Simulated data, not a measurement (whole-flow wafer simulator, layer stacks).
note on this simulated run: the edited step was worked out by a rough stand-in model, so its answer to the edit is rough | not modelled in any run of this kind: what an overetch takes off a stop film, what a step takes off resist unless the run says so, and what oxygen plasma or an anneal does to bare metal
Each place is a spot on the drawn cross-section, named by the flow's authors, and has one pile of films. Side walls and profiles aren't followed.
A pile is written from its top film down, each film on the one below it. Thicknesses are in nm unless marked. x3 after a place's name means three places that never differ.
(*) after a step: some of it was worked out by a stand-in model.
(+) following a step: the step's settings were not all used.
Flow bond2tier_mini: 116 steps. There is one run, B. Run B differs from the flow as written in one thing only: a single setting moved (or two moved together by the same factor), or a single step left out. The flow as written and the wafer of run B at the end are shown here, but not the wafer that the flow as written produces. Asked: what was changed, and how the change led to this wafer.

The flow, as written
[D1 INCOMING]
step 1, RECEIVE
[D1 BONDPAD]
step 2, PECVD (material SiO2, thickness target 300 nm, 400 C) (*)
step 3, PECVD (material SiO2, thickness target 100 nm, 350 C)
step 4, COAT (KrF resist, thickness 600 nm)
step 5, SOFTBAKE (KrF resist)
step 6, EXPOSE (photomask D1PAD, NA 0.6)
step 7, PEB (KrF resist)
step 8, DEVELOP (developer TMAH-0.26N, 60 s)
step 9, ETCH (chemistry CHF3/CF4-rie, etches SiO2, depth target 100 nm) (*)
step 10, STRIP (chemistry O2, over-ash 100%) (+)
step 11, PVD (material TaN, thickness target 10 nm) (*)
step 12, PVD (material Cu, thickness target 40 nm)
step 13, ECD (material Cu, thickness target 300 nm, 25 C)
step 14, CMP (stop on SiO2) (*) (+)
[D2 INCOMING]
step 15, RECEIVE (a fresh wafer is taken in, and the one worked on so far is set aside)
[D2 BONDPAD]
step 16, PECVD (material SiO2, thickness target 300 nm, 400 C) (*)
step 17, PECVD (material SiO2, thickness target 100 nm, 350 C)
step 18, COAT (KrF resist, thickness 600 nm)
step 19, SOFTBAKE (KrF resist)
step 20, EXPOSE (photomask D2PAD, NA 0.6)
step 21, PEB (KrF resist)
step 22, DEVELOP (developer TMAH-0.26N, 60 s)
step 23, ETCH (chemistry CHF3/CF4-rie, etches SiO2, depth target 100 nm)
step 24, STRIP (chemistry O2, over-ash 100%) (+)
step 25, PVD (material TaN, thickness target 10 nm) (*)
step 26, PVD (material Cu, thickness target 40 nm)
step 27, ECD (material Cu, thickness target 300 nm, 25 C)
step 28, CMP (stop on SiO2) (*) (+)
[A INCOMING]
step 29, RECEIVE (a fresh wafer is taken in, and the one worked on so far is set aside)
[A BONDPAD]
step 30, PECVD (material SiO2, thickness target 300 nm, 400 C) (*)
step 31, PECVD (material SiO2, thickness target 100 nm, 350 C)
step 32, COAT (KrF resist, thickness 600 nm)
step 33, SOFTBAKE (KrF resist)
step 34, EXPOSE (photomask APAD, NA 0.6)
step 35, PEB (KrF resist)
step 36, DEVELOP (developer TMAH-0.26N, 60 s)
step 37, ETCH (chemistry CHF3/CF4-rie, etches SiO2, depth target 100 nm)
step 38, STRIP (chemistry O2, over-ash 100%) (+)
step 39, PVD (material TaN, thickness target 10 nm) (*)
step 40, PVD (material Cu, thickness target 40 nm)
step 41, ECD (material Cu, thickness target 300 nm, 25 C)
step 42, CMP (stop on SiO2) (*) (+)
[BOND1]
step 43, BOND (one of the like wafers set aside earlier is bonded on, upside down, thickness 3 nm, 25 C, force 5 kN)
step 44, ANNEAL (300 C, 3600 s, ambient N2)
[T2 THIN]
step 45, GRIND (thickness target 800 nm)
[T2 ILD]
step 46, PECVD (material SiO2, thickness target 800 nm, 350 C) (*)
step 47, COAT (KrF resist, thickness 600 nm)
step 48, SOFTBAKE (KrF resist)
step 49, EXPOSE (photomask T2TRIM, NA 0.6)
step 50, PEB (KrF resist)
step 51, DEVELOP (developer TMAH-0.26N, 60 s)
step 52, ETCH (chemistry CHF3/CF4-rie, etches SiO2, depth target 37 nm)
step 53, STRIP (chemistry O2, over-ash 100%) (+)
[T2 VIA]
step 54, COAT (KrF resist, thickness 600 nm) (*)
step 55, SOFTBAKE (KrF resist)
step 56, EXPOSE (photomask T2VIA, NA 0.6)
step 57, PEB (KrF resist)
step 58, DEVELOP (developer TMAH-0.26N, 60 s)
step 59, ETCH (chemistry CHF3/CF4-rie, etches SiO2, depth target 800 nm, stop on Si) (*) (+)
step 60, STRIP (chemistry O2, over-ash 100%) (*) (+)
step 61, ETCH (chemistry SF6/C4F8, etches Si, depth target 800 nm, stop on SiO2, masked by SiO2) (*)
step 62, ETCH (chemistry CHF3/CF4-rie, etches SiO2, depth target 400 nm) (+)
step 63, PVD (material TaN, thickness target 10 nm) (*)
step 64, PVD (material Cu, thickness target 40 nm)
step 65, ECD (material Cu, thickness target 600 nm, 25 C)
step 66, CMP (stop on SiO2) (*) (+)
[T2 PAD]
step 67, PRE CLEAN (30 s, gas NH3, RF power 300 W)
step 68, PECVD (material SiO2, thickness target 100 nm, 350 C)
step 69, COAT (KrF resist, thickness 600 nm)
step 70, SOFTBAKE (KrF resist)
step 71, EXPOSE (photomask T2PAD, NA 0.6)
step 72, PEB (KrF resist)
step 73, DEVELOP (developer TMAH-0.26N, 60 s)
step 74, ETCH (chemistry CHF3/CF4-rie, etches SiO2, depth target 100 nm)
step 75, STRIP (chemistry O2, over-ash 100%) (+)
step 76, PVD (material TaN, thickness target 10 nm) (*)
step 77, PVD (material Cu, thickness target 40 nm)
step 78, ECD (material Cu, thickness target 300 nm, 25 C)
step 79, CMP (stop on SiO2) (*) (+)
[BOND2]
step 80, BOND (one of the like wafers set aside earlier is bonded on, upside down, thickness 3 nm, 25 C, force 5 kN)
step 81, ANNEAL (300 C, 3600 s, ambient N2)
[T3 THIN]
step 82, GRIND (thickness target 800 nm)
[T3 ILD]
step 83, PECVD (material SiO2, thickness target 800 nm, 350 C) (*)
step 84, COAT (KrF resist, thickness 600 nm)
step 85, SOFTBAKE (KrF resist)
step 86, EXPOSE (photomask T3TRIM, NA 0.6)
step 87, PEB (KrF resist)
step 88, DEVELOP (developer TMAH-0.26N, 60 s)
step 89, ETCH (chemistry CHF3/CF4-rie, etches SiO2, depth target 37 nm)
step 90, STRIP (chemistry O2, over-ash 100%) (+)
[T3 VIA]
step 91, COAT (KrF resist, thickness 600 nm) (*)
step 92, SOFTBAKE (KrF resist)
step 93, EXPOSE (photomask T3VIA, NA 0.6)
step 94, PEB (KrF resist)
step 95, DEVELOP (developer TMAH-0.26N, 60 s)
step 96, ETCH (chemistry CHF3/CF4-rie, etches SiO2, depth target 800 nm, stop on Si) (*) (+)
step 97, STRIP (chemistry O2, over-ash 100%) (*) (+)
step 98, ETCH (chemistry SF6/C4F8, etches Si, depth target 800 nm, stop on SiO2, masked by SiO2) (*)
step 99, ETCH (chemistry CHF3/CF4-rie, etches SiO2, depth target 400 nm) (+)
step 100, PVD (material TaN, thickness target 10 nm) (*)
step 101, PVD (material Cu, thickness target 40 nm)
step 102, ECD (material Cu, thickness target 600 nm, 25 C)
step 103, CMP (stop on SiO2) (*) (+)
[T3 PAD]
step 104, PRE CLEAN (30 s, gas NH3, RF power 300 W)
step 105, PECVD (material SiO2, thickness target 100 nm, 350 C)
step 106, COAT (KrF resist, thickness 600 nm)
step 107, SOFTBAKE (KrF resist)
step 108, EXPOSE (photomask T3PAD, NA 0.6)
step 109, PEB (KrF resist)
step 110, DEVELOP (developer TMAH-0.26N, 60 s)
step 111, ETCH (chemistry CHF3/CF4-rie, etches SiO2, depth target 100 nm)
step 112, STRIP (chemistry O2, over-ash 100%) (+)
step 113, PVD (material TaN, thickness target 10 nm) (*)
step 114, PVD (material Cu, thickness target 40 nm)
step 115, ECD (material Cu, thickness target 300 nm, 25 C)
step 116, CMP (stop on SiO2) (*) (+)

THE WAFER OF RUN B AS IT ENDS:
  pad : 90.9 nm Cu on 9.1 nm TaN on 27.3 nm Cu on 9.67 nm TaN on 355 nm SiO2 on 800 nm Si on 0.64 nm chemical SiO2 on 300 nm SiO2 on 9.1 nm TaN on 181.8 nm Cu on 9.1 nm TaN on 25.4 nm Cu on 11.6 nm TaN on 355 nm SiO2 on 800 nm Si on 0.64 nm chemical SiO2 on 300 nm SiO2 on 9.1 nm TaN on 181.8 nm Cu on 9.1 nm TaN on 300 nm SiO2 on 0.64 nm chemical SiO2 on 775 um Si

The reason: step 63, PVD: thickness target 12 nm was run, though the flow has thickness target 10 nm.

How this came from the change, step by step:
  step 63, PVD (material TaN, thickness target 10 nm) (*)
      field: TaN gains 12 (new film) (in the flow as written it would be: TaN gains 10 (new film))
      pad: TaN gains 11.6 (new film) (in the flow as written it would be: TaN gains 9.67 (new film))
  step 66, CMP (stop on SiO2) (*) (+)
      field: Cu loses 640 (all of it), TaN loses 12 (all of it) (in the flow as written it would be: Cu loses 640 (all of it), TaN loses 10 (all of it))
